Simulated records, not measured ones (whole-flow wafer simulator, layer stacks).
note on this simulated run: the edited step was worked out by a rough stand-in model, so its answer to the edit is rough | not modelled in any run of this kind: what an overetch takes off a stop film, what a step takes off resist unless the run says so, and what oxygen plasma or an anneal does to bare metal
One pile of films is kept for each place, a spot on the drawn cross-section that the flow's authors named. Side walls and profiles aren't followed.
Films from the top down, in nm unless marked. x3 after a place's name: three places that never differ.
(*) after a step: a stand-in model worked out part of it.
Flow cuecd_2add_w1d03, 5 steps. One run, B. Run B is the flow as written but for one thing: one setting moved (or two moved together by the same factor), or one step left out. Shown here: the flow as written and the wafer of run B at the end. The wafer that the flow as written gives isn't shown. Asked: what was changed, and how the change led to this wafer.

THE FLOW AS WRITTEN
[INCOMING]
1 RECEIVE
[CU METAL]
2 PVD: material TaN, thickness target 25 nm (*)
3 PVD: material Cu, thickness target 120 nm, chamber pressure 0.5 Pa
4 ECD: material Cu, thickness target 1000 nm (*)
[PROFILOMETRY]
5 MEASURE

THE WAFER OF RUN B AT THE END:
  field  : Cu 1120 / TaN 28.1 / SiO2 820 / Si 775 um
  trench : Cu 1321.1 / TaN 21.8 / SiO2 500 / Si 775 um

The cause: step 2, PVD: thickness target 28.1 nm was run, where the flow has thickness target 25 nm.
It can be read off the wafer: field has TaN 28.1, and step 2 as written asks for 25 nm.

How the change led to this, step by step:
  2 PVD: material TaN, thickness target 25 nm (*)
      field: TaN +28.1 (new film) (as written it would be: TaN +25 (new film))
      trench: TaN +21.8 (new film) (as written it would be: TaN +19.4 (new film))
